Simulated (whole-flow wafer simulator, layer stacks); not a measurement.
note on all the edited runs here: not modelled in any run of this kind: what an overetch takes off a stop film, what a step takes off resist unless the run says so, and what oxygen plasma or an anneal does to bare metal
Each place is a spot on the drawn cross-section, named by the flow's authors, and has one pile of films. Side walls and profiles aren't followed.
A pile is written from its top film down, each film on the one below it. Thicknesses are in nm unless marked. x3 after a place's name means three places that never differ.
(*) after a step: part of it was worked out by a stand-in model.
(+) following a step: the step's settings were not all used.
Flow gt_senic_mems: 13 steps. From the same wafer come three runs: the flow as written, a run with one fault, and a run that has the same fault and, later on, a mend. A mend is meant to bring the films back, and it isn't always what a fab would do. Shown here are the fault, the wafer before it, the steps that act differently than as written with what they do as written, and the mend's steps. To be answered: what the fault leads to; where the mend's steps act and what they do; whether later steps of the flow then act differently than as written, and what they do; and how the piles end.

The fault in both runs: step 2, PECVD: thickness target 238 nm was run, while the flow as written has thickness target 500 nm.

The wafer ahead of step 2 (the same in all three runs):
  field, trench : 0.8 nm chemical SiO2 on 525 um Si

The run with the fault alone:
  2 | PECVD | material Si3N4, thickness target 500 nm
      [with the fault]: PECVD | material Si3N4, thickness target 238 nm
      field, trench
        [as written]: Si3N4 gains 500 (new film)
        [with the fault]: Si3N4 gains 238 (new film)
  Steps later in the flow that act otherwise than as written (2 other steps are not shown; they differ only slightly, by no more than 2% or 0.5 nm, whichever is larger):
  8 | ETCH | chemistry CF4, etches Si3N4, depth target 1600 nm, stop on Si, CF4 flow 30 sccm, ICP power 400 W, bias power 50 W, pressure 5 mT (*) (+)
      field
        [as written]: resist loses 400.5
        [with the fault]: resist loses 225.9
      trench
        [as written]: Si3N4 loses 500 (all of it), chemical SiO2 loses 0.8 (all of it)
        [with the fault]: Si3N4 loses 238 (all of it), chemical SiO2 loses 0.8 (all of it)
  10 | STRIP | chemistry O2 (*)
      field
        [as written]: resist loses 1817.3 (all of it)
        [with the fault]: resist loses 1992 (all of it)
  By the end, the piles at field depart from the flow's by more than 2% or 0.5 nm, whichever is larger.
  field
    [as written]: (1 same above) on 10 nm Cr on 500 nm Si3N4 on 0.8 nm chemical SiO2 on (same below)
    [with the fault]: (1 same above) on 10 nm Cr on 238 nm Si3N4 on 0.8 nm chemical SiO2 on (same below)

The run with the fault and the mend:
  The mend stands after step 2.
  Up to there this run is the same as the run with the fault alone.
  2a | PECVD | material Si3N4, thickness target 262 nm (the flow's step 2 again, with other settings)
      field, trench
        Si3N4 gains 262
  Every later step of the flow that is run acts as written at every place that is followed.
  At every place that both follow, the piles at the end match the flow's.
